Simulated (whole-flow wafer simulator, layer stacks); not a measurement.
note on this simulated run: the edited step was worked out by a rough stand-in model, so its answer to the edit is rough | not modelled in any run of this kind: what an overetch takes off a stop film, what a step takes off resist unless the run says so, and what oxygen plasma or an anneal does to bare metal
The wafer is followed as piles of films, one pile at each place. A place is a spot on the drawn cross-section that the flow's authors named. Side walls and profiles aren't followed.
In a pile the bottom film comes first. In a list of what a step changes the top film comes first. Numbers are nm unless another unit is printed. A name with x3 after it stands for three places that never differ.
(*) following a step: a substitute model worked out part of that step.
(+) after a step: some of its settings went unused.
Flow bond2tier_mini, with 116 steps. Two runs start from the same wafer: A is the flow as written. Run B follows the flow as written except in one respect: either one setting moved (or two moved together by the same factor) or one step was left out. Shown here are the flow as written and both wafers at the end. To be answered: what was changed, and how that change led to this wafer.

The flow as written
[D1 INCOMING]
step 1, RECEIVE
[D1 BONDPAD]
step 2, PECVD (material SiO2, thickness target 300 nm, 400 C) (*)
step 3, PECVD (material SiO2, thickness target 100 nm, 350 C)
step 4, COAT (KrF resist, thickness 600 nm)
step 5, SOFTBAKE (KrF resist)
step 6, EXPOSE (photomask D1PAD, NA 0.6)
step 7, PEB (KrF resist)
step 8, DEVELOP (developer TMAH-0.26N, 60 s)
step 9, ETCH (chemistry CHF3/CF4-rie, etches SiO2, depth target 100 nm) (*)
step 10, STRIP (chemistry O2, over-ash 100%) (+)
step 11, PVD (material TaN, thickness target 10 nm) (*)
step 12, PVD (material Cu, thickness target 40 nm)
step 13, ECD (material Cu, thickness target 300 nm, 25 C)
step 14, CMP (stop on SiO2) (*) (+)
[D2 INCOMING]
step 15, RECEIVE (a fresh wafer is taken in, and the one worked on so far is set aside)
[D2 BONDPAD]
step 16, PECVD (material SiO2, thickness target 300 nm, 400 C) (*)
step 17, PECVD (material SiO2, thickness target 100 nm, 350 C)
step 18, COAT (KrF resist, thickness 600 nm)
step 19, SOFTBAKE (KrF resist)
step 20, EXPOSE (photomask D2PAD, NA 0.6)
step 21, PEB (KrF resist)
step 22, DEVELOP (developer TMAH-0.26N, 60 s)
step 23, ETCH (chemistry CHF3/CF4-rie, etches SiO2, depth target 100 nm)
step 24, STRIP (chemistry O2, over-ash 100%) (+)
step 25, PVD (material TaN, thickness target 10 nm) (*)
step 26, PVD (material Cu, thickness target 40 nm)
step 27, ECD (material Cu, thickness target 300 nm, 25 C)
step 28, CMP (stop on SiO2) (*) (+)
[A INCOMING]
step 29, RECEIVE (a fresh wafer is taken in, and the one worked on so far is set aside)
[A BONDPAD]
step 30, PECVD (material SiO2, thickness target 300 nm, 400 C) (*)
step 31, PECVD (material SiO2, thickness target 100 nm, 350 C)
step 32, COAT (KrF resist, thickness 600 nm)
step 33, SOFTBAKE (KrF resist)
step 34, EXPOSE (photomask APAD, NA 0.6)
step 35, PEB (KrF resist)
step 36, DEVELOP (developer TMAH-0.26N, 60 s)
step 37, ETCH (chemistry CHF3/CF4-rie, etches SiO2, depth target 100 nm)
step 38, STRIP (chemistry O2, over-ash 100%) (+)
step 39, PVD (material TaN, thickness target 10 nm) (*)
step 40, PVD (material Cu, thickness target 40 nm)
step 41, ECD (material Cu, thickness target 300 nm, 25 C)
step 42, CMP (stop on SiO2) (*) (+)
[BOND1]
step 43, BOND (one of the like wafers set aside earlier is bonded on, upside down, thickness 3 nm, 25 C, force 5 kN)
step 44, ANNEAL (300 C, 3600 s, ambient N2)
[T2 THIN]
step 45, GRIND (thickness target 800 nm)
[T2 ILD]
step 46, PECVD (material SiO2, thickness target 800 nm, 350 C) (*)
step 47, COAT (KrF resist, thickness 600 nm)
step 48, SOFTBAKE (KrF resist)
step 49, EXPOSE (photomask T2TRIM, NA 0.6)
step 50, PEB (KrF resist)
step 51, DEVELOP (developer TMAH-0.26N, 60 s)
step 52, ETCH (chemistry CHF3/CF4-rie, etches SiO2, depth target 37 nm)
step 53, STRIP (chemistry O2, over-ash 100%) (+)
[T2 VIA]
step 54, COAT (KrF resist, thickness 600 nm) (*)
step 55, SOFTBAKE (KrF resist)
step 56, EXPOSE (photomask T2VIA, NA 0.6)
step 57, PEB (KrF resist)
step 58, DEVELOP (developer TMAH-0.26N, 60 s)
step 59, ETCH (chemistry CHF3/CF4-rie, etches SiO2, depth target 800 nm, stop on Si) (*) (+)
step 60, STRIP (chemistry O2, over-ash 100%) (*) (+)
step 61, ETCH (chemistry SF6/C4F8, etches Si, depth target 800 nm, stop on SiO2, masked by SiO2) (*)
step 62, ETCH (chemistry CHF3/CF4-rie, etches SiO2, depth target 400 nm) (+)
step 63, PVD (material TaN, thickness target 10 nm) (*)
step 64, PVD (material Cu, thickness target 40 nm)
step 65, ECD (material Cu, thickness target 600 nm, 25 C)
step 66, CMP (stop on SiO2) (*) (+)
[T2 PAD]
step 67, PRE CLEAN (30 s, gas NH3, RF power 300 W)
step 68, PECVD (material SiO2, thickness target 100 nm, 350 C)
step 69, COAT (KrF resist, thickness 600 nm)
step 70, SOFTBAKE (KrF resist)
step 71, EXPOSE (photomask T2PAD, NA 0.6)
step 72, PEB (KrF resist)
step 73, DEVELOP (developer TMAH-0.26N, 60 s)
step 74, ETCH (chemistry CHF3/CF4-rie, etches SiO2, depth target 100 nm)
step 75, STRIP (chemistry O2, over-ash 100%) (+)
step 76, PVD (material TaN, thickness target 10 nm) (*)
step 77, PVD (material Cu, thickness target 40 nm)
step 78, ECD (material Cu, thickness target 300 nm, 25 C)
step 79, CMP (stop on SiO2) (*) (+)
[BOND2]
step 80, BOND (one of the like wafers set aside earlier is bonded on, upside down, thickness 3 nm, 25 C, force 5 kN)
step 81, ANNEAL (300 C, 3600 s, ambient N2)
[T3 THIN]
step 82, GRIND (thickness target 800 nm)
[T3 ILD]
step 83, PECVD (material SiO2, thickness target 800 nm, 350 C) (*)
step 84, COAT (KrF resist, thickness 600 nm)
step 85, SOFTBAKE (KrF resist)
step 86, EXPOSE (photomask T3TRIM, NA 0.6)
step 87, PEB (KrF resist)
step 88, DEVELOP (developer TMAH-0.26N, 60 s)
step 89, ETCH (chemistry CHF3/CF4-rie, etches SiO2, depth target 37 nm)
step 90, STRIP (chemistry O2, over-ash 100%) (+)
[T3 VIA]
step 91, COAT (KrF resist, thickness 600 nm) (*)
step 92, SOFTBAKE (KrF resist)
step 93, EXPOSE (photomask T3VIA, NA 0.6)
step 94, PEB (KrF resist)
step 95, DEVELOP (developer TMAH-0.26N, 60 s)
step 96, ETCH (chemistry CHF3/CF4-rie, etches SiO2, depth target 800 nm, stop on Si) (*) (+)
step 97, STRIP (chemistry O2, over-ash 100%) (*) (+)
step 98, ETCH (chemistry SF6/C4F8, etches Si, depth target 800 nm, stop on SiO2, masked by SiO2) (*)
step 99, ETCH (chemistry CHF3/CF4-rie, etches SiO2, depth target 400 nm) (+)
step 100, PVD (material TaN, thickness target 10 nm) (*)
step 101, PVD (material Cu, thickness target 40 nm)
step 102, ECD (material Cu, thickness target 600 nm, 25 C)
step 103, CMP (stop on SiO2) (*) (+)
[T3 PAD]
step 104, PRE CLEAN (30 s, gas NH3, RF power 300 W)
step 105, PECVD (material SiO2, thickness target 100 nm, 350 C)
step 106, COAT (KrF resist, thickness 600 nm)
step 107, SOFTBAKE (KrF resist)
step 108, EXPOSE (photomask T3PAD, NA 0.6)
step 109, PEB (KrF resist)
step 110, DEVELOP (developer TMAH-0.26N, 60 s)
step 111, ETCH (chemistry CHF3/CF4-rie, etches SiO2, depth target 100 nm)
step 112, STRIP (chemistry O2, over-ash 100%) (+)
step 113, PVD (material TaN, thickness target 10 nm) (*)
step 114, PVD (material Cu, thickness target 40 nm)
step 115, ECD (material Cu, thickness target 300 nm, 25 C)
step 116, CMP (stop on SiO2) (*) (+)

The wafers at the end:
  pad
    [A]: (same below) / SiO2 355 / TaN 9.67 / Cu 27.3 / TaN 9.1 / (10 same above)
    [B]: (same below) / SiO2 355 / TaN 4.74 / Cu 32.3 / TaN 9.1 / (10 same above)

The reason: step 63, PVD: thickness target 4.9 nm was run, while the flow as written has thickness target 10 nm.

Step by step, how the change led to this:
  step 63, PVD (material TaN, thickness target 10 nm) (*)
      field: A +10 TaN (new film) | B +4.9 TaN (new film)
      pad: A +9.67 TaN (new film) | B +4.74 TaN (new film)
  step 66, CMP (stop on SiO2) (*) (+)
      field: A -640 Cu (all of it), -10 TaN (all of it) | B -640 Cu (all of it), -4.9 TaN (all of it)
